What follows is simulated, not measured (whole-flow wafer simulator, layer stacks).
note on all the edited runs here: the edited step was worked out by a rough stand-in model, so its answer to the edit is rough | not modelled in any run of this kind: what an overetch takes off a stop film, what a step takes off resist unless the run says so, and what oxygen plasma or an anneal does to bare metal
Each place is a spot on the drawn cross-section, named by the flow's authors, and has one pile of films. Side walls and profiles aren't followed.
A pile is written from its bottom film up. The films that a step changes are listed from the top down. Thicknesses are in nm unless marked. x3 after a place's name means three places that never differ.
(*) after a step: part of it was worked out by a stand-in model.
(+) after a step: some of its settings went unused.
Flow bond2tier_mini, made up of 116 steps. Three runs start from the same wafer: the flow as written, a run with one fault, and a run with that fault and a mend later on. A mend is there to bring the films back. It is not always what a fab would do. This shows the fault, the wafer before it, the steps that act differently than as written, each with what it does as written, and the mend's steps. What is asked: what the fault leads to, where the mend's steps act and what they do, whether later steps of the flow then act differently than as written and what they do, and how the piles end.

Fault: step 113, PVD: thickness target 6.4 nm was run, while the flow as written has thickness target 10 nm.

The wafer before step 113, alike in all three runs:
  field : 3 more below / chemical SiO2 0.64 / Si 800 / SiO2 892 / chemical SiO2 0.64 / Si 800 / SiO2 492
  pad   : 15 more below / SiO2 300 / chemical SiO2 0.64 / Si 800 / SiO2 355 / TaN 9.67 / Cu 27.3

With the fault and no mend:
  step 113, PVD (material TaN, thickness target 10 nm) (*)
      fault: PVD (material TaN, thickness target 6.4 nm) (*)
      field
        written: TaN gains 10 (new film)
        fault: TaN gains 6.4 (new film)
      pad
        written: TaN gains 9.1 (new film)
        fault: TaN gains 5.83 (new film)
  Steps further on in the flow that do not act as written (1 other step is not shown; it differs only slightly, by no more than 2% or 0.5 nm, whichever is larger):
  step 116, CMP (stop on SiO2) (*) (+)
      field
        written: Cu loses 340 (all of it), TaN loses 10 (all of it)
        fault: Cu loses 340 (all of it), TaN loses 6.4 (all of it)
  The piles end different from the flow's at pad by more than 2% or 0.5 nm, whichever is larger.
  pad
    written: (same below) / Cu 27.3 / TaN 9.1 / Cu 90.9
    fault: (same below) / Cu 27.3 / TaN 5.83 / Cu 94.2

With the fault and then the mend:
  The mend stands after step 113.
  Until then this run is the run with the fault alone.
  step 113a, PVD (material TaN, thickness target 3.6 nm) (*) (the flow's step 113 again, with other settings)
      field
        TaN gains 3.6
      pad
        TaN gains 3.27
  Later steps of the flow that are run all act as written at every place that is followed.
  The piles end the same as the flow's at every place that both follow.
